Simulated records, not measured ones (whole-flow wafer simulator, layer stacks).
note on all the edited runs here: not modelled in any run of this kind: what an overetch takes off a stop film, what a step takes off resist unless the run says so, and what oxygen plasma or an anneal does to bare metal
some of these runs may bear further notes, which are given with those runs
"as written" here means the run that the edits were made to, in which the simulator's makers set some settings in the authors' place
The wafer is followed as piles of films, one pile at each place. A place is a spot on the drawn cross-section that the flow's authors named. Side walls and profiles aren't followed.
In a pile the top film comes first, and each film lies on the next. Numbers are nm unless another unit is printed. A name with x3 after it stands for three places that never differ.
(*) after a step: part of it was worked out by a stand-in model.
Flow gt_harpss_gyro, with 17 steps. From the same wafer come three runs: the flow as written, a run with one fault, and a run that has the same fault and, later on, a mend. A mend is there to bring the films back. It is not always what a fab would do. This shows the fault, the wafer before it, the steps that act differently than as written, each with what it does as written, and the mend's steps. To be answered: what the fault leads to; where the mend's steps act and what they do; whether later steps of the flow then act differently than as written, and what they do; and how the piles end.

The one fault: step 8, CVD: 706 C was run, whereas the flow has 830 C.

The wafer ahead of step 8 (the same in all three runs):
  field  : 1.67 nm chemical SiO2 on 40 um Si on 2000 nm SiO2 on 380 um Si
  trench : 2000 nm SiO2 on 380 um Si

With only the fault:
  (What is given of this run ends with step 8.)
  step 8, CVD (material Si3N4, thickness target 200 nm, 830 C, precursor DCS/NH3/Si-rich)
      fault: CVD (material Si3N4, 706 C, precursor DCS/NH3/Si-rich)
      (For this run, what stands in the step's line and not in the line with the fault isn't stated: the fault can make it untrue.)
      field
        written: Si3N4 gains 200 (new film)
        fault: Si3N4 gains 30.8 (new film)
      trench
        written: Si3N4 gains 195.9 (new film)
        fault: Si3N4 gains 30.8 (new film)
  Once step 8 is done, the piles at field, trench depart from the flow's by more than 2% or 0.5 nm, whichever is larger.
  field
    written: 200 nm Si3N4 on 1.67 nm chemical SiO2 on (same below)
    fault: 30.8 nm Si3N4 on 1.67 nm chemical SiO2 on (same below)
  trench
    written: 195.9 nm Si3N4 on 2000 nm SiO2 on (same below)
    fault: 30.8 nm Si3N4 on 2000 nm SiO2 on (same below)

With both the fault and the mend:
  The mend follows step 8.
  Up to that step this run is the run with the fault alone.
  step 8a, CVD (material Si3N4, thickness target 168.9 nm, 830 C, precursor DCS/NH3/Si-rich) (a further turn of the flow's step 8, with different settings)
      field
        Si3N4 gains 168.9
      trench
        Si3N4 gains 165.3
  Later steps of the flow acting differently than as written:
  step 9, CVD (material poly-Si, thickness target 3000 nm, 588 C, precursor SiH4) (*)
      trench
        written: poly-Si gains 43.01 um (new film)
        mend: poly-Si gains 43 um (new film)
  The piles end only slightly different from the flow's at the places that both follow, by no more than 2% or 0.5 nm, whichever is larger.
